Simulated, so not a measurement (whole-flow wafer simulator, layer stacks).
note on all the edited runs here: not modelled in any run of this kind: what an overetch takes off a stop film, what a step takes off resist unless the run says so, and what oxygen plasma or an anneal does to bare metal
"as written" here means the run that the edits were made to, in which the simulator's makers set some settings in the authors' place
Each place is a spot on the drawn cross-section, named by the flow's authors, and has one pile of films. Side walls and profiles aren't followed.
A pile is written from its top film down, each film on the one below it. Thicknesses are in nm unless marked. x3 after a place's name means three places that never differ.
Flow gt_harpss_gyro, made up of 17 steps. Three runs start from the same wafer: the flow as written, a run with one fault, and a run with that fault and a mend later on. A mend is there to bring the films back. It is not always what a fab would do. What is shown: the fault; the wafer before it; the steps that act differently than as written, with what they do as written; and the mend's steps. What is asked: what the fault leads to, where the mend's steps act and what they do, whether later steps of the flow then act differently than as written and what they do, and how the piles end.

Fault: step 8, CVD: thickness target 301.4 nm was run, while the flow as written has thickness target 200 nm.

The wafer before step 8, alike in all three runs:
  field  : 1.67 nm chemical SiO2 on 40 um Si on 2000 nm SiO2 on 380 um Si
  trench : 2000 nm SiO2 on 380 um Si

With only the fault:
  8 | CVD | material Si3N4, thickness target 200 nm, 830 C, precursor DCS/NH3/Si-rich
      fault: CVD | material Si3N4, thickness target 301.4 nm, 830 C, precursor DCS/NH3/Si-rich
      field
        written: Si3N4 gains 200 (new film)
        fault: Si3N4 gains 301.4 (new film)
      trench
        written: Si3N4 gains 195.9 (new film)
        fault: Si3N4 gains 294.7 (new film)
  None of the later steps of the flow acts differently than as written at any place that is followed.
  By the end, the piles at field, trench depart from the flow's by more than 2% or 0.5 nm, whichever is larger.
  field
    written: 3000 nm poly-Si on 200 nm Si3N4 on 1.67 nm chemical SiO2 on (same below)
    fault: 3000 nm poly-Si on 301.4 nm Si3N4 on 1.67 nm chemical SiO2 on (same below)
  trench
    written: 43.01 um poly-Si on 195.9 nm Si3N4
    fault: 43.01 um poly-Si on 294.7 nm Si3N4

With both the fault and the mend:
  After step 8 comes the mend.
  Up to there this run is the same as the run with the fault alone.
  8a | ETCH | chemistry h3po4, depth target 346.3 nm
      field
        Si3N4 loses 301.4 (all of it)
      trench
        Si3N4 loses 294.7 (all of it)
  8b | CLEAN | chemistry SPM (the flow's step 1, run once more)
      alters no film at any place that is followed
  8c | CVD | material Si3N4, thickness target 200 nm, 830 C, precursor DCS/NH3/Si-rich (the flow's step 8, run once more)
      field
        Si3N4 gains 200 (new film)
      trench
        Si3N4 gains 195.9 (new film)
  None of the later steps of the flow acts differently than as written at any place that is followed.
  At every place that both follow, the piles at the end match the flow's.
